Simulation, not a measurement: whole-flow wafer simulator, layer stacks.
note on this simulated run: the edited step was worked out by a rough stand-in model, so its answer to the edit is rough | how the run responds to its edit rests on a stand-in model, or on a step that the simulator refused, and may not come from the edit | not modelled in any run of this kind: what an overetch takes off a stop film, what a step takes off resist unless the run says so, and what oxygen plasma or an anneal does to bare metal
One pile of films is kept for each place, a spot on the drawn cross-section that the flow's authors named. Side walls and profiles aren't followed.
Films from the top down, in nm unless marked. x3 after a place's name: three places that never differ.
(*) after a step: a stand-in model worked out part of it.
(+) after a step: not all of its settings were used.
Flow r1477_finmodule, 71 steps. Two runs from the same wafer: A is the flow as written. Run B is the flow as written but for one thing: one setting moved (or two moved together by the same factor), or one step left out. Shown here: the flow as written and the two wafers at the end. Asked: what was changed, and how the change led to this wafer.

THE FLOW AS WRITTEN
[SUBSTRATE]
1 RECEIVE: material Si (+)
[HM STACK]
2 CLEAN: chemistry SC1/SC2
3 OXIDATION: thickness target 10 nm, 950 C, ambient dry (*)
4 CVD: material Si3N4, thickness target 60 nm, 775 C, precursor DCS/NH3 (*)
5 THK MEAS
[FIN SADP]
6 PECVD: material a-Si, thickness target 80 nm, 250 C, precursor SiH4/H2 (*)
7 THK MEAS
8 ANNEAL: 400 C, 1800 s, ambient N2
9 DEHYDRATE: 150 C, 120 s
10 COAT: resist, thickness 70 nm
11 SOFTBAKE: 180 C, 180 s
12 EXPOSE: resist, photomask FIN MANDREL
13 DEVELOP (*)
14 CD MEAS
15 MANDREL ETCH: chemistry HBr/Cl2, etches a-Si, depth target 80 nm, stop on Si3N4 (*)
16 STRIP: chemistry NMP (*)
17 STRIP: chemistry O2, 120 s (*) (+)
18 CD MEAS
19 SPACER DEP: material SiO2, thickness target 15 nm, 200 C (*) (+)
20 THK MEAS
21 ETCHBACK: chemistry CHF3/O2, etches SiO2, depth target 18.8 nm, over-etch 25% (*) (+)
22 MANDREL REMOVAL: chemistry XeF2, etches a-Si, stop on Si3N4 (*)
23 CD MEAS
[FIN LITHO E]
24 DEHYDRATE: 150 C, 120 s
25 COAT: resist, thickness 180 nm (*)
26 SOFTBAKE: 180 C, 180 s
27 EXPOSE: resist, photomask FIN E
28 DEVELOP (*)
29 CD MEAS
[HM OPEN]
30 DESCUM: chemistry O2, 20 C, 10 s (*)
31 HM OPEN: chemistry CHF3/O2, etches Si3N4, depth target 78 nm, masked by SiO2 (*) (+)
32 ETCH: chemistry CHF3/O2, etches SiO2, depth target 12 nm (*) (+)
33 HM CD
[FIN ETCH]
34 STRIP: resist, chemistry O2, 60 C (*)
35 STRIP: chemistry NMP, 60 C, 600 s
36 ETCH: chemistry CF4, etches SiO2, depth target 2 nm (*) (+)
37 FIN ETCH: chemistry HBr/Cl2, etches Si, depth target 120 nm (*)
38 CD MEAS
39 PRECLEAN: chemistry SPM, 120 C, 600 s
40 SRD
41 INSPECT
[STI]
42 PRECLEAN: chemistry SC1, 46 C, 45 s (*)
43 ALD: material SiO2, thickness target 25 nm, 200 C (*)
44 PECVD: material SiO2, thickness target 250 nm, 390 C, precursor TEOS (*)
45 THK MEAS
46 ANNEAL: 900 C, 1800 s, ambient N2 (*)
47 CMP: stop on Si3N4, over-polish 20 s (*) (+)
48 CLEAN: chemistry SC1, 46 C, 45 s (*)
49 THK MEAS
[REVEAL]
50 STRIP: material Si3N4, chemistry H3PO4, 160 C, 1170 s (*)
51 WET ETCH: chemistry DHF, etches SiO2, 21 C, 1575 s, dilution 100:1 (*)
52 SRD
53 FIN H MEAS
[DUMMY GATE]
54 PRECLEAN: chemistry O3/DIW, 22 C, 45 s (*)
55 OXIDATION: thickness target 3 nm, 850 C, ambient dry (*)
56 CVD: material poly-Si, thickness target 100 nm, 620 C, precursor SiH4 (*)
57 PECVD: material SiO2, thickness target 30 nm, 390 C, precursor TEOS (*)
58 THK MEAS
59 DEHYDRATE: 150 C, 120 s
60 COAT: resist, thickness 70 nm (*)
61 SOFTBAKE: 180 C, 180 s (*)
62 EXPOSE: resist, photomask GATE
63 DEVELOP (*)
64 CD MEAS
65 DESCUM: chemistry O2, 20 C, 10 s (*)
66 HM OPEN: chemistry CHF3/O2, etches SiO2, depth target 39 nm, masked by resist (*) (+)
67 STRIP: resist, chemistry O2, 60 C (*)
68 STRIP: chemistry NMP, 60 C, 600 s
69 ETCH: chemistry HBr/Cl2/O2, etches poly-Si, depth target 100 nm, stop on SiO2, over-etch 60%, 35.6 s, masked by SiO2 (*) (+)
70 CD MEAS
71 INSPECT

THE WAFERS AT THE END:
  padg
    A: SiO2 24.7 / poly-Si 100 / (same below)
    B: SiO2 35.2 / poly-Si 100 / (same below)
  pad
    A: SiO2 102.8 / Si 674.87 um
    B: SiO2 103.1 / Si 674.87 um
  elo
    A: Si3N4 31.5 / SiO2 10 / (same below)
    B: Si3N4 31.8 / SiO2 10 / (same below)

The cause: step 57, PECVD: thickness target 40.5 nm was run, where the flow has thickness target 30 nm.

How the change led to this, step by step:
  57 PECVD: material SiO2, thickness target 30 nm, 390 C, precursor TEOS (*)
      pad, padg, elg and 33 more: A SiO2 +30 (new film) | B SiO2 +40.5 (new film)
  66 HM OPEN: chemistry CHF3/O2, etches SiO2, depth target 39 nm, masked by resist (*) (+)
      pad, elo, eso and 15 more: A SiO2 -30 (all of it), poly-Si -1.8 | B SiO2 -39
  67 STRIP: resist, chemistry O2, 60 C (*)
      pad, elo, eso and 15 more: A chemical SiO2 +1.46 (new film), poly-Si -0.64 | B nothing
  69 ETCH: chemistry HBr/Cl2/O2, etches poly-Si, depth target 100 nm, stop on SiO2, over-etch 60%, 35.6 s, masked by SiO2 (*) (+)
      pad, eso, e40so and 8 more: A chemical SiO2 -1.46 (all of it), poly-Si -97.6 (all of it), SiO2 -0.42 | B SiO2 -1.5 (all of it), poly-Si -100 (all of it), SiO2 -0.15
      elo, e40lo, e100lo, e200lo: A chemical SiO2 -1.46 (all of it), poly-Si -97.6 (all of it), Si3N4 -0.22 | B SiO2 -1.5 (all of it), poly-Si -100 (all of it)
      (and at 3 more places)
